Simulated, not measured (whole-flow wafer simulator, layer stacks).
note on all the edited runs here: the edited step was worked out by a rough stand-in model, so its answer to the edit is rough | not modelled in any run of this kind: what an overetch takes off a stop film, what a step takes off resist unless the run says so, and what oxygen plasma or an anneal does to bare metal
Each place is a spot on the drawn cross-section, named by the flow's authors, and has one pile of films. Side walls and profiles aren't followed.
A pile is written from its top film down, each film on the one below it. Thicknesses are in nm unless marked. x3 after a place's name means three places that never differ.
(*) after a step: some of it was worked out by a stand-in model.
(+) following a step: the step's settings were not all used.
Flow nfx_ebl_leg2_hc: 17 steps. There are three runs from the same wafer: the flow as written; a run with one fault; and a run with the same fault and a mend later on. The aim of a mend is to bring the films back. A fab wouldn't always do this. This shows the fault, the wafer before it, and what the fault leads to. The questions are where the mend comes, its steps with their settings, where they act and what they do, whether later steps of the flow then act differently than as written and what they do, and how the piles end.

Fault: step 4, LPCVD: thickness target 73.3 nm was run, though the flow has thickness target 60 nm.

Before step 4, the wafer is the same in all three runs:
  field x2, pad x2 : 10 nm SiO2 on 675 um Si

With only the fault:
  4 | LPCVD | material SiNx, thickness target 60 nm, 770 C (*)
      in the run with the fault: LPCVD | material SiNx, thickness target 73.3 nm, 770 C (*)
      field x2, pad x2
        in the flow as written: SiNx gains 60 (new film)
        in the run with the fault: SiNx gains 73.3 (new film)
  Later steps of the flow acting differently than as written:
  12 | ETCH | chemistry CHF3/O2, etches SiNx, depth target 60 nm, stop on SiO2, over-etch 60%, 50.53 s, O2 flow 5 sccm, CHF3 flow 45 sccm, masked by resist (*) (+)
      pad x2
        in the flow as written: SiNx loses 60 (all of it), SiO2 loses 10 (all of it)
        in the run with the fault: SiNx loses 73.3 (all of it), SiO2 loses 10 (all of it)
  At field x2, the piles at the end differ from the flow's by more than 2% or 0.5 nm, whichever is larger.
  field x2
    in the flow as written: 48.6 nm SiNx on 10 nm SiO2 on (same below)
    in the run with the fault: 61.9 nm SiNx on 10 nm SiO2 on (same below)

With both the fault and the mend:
  After step 5 comes the mend.
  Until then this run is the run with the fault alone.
  5a | ETCH | chemistry h3po4, depth target 84.3 nm
      field x2, pad x2
        SiNx loses 73.3 (all of it)
  5b | CLEAN | chemistry SC1/SC2 (the flow's step 2, run once more)
      does not change any film at any place that is followed
  5c | LPCVD | material SiNx, thickness target 60 nm, 770 C (*) (the flow's step 4, run once more)
      field x2, pad x2
        SiNx gains 60 (new film)
  Later steps of the flow that are run all act as written at every place that is followed.
  The piles end the same as the flow's at every place that both follow.
